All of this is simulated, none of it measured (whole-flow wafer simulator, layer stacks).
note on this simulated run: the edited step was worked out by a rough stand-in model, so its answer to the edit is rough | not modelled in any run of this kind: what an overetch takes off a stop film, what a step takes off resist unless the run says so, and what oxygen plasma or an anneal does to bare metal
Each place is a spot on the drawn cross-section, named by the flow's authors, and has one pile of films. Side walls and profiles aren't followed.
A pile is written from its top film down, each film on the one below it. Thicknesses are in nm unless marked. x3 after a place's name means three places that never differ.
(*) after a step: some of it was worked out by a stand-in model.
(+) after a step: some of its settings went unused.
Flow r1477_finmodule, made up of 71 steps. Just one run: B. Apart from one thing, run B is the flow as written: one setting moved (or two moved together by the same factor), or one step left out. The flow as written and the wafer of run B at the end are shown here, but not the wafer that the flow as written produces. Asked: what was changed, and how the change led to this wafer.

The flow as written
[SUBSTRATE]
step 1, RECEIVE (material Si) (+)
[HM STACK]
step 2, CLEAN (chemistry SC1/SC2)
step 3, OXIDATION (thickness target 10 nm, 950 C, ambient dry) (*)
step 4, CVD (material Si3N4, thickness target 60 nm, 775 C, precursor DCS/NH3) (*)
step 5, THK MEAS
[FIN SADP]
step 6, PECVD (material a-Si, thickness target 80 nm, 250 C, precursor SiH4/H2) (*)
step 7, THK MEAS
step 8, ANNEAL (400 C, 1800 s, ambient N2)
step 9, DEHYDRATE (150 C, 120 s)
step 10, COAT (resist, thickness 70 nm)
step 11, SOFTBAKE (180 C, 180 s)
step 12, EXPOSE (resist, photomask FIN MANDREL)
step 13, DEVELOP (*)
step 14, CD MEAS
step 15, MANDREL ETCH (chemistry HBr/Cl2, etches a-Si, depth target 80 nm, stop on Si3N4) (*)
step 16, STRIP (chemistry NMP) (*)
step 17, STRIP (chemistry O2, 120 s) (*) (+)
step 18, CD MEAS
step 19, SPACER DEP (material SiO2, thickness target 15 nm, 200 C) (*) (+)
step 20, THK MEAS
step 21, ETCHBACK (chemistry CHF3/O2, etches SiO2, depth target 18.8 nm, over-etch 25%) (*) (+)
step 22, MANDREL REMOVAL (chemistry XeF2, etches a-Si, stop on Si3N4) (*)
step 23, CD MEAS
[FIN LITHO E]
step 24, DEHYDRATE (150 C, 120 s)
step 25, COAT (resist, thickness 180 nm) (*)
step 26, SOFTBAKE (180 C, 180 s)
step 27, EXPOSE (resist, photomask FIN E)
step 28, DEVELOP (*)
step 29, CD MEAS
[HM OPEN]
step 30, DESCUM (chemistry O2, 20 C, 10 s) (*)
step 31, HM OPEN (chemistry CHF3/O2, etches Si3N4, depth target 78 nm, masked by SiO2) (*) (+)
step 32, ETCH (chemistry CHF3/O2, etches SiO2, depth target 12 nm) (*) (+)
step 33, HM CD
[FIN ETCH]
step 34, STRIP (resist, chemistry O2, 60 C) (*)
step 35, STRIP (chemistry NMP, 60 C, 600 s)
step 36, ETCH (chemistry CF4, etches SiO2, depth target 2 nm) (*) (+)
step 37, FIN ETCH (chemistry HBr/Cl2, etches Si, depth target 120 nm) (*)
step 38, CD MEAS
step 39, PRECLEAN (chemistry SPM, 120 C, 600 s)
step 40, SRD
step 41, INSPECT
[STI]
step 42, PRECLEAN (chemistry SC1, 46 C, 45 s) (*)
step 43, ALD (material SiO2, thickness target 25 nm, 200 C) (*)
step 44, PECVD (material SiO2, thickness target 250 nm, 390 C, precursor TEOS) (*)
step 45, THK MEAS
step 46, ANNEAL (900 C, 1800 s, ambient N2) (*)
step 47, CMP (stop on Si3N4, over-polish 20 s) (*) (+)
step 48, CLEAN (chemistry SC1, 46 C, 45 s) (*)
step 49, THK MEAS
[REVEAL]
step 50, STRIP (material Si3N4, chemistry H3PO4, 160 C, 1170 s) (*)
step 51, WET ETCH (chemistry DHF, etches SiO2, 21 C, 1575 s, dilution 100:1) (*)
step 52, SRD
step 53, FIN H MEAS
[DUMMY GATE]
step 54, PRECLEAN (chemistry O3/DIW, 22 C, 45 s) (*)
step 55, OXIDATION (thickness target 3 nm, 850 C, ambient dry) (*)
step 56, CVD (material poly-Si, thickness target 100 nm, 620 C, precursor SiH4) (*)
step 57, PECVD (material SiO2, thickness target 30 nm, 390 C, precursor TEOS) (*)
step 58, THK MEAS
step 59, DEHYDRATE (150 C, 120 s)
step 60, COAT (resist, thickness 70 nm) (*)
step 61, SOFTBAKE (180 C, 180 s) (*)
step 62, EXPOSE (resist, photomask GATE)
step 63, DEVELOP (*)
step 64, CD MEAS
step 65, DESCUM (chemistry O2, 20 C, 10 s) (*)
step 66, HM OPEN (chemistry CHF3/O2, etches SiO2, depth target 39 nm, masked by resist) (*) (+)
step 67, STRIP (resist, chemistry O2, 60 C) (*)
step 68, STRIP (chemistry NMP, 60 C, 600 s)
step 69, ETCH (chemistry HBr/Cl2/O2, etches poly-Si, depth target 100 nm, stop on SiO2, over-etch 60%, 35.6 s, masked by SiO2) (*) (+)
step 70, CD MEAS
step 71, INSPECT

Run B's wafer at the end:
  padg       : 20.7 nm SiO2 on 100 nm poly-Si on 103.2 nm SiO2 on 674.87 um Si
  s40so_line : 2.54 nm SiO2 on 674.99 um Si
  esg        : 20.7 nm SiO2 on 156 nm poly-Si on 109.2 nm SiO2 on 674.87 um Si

What caused this: step 57, PECVD: thickness target 26 nm was run, while the flow as written has thickness target 30 nm.

How this came from the change, step by step:
  step 57, PECVD (material SiO2, thickness target 30 nm, 390 C, precursor TEOS) (*)
      pad, padg, elg and 33 more: SiO2 gains 26 (new film) (it would be, as written: SiO2 gains 30 (new film))
  step 66, HM OPEN (chemistry CHF3/O2, etches SiO2, depth target 39 nm, masked by resist) (*) (+)
      pad, elo, eso and 15 more: SiO2 loses 26 (all of it), poly-Si loses 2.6 (it would be, as written: SiO2 loses 30 (all of it), poly-Si loses 1.8)
